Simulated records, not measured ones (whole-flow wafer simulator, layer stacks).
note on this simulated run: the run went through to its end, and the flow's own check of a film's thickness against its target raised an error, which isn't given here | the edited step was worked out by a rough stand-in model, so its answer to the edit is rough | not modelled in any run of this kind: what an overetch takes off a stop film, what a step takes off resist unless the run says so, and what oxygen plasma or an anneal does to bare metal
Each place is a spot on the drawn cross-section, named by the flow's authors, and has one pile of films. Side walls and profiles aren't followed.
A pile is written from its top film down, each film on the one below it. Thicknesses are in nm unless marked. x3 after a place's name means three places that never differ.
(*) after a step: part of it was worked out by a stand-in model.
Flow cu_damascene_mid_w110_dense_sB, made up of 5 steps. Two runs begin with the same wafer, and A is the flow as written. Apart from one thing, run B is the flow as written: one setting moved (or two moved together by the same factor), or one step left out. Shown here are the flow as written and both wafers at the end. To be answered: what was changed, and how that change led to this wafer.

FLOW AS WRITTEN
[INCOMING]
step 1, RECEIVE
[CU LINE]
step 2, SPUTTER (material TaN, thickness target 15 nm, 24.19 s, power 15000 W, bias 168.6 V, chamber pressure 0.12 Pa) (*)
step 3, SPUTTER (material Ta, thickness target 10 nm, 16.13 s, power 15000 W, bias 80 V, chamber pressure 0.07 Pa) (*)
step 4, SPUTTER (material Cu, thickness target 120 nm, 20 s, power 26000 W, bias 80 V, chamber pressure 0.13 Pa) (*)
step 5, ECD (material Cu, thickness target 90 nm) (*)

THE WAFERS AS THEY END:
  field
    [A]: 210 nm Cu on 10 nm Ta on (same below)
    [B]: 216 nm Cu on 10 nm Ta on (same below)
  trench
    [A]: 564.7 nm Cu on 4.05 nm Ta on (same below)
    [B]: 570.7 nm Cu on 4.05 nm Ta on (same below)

Cause: step 4, SPUTTER: thickness target 126 nm was run, whereas the flow has thickness target 120 nm; step 4, SPUTTER: 21 s was run, where the flow has 20 s.

The path from the change to this, step by step:
  step 4, SPUTTER (material Cu, thickness target 120 nm, 20 s, power 26000 W, bias 80 V, chamber pressure 0.13 Pa) (*)
      field: A +120 Cu (new film) | B +126 Cu (new film)
      trench: A +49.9 Cu (new film) | B +52.4 Cu (new film)
